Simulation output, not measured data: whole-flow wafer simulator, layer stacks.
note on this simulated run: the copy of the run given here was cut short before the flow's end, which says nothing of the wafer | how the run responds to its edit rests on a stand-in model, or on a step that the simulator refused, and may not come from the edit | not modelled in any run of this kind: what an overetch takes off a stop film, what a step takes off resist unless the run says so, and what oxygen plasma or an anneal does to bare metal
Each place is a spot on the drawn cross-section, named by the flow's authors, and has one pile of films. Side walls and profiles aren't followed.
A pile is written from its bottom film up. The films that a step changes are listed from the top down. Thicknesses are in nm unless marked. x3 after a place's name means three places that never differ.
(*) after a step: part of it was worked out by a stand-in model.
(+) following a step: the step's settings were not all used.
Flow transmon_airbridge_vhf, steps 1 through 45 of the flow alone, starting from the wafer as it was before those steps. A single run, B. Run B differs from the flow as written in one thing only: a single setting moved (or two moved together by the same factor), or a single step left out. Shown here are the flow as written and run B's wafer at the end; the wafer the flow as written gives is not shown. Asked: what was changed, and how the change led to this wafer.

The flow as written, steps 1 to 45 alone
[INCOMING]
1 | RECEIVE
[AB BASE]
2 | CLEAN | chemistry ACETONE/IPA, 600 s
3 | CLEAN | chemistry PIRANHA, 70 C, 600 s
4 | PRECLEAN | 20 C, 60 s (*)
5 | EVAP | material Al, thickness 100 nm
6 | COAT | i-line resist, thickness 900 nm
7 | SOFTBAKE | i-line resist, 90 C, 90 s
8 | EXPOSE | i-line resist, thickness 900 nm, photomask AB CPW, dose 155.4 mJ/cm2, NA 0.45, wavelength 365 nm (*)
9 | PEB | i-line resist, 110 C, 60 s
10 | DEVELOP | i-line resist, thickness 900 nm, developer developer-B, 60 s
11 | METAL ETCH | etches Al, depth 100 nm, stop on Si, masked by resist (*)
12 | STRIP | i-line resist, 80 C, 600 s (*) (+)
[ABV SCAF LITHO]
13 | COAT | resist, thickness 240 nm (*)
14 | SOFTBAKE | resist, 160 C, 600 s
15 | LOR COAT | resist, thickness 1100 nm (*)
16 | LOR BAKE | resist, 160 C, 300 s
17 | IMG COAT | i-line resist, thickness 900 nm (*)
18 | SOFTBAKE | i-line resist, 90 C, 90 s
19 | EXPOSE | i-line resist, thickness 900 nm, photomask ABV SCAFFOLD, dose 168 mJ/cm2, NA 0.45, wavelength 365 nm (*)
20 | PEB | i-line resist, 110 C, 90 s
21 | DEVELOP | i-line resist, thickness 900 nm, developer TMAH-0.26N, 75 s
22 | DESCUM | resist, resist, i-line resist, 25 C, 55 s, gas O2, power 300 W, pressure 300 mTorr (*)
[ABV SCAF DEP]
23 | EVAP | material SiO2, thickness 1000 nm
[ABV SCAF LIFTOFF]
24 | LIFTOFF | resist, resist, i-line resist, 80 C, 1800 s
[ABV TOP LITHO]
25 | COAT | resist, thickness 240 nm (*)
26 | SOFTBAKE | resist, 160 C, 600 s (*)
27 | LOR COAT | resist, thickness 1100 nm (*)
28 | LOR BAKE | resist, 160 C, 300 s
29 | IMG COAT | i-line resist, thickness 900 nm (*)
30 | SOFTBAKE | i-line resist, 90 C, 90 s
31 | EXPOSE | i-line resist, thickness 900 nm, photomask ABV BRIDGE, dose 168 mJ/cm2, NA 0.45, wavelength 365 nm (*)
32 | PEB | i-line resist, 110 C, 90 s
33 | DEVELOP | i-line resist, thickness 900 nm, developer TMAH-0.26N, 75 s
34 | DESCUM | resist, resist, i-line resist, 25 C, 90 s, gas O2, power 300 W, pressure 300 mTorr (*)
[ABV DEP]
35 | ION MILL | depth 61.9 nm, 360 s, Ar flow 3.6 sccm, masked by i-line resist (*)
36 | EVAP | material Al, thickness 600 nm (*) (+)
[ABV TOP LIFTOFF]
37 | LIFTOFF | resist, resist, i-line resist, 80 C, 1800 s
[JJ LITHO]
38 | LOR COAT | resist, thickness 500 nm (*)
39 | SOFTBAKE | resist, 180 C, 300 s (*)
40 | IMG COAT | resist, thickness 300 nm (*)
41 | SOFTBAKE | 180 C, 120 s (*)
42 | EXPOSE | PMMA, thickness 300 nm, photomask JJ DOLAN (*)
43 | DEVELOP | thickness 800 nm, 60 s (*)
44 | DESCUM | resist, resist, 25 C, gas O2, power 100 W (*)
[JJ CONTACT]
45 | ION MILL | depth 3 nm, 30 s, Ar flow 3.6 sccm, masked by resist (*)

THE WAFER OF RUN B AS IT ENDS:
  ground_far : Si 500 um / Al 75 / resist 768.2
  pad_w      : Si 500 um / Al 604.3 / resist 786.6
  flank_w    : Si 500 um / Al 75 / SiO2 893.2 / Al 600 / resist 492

Cause: step 5, EVAP: thickness 75 nm was run, though the flow has thickness 100 nm.
The wafer itself shows it: ground_far has Al 75, and step 5 as written asks for 100 nm.

The path from the change to this, step by step:
  5 | EVAP | material Al, thickness 100 nm
      field x3, jj_line, ground_far and 12 more: +75 Al (new film) (in the flow as written it would be: +100 Al (new film))
  11 | METAL ETCH | etches Al, depth 100 nm, stop on Si, masked by resist (*)
      field x3, jj_line, gap_w, gap_e: -75 Al (all of it) (in the flow as written it would be: -100 Al (all of it))
